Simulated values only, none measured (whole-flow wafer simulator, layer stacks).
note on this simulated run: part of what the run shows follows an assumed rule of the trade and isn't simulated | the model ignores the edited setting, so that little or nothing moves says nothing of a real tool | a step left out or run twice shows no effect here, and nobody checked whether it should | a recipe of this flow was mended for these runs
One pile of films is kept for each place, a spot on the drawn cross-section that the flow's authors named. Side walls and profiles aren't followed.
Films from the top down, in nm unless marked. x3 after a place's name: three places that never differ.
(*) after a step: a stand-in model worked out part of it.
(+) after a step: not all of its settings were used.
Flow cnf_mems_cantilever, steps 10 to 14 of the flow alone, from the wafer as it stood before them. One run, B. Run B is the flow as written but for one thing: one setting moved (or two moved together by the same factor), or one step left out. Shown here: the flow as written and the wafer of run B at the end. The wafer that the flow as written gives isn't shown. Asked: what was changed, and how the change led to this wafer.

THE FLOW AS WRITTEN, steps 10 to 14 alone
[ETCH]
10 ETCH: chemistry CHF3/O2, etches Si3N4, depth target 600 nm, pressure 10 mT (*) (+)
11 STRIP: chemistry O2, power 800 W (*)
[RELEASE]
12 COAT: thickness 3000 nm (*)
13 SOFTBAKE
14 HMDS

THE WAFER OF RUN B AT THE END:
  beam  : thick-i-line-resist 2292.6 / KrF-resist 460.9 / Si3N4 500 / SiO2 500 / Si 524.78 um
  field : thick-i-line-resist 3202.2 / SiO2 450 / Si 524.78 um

The cause: step 11, STRIP: chemistry O2, power 800 W (*), was left out.

How the change led to this, step by step:
  12 COAT: thickness 3000 nm (*)
      field: thick-i-line-resist +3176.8 (new film) (as written it would be: thick-i-line-resist +3098.1 (new film))
      beam: thick-i-line-resist +2292.6 (new film) (as written it would be: thick-i-line-resist +2607.6 (new film))
  13 SOFTBAKE
      beam: nothing (as written it would be: thick-i-line-resist -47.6)
      field: thick-i-line-resist +25.3 (as written it would be: thick-i-line-resist +11.9)
